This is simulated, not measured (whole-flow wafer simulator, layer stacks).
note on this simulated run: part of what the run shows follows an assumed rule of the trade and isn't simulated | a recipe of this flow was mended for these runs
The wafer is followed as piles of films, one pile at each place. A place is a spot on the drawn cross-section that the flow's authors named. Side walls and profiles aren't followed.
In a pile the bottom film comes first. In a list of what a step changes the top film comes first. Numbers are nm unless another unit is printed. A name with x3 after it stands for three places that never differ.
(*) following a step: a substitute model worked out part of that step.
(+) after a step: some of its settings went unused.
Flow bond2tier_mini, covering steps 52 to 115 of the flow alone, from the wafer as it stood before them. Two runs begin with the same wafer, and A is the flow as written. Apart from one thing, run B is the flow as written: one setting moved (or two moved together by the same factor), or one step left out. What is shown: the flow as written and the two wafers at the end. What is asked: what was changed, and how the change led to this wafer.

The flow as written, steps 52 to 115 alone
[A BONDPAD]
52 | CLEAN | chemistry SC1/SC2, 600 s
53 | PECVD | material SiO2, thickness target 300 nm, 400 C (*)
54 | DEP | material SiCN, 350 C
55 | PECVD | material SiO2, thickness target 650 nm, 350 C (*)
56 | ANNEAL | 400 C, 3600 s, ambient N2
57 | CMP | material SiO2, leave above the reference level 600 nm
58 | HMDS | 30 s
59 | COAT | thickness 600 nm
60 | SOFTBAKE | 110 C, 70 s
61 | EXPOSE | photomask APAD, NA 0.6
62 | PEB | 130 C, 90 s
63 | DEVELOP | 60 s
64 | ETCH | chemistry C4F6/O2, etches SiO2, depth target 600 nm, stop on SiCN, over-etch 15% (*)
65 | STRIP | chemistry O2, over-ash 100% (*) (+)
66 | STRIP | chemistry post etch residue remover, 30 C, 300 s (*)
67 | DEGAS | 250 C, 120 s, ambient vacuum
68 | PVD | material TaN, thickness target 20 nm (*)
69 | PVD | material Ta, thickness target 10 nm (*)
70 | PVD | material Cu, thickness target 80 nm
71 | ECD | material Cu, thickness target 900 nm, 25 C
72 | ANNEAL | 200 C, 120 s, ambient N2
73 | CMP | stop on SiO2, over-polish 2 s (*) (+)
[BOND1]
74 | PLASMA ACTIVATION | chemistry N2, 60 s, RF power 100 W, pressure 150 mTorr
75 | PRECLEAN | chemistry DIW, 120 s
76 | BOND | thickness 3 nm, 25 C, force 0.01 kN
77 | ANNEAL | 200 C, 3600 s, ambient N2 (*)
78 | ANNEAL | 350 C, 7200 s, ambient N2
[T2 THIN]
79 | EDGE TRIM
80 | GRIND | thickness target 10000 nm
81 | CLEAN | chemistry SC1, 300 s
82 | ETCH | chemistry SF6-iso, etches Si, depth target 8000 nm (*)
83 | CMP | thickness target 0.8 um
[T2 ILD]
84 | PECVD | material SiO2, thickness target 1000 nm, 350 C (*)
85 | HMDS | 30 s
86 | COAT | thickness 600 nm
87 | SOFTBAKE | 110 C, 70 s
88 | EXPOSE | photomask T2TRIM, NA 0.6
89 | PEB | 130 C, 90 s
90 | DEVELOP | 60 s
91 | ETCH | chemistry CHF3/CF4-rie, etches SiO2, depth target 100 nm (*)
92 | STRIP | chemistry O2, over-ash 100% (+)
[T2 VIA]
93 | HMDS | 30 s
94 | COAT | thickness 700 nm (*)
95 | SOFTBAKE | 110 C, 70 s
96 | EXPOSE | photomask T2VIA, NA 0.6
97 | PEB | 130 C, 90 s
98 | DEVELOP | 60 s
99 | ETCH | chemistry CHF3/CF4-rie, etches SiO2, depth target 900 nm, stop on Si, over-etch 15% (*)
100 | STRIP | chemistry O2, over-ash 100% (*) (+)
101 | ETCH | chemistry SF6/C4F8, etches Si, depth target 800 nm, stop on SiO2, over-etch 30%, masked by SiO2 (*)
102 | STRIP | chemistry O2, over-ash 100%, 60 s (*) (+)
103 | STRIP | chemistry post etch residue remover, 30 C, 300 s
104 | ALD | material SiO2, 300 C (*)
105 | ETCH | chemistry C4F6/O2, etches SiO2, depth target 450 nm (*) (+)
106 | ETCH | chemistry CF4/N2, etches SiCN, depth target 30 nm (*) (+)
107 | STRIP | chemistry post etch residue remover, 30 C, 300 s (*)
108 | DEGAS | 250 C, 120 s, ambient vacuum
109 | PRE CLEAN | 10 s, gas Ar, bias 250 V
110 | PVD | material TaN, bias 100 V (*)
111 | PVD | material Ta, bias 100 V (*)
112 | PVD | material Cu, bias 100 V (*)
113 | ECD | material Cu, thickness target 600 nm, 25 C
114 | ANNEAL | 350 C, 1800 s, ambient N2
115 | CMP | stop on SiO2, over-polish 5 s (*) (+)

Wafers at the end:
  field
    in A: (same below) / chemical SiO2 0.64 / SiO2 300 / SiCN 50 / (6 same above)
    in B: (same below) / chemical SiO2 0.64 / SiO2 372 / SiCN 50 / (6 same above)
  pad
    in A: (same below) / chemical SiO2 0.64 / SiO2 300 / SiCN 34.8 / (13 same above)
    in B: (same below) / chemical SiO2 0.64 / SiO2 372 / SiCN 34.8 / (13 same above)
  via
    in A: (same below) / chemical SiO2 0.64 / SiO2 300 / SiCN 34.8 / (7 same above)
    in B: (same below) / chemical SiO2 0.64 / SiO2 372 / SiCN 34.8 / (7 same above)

The reason: step 53, PECVD: thickness target 372 nm was run, though the flow has thickness target 300 nm.
The wafer itself shows it: field has SiO2 372, and step 53 as written asks for 300 nm.

Step by step, how the change led to this:
  53 | PECVD | material SiO2, thickness target 300 nm, 400 C (*)
      field, pad, via: A +300 SiO2 (new film) | B +372 SiO2 (new film)
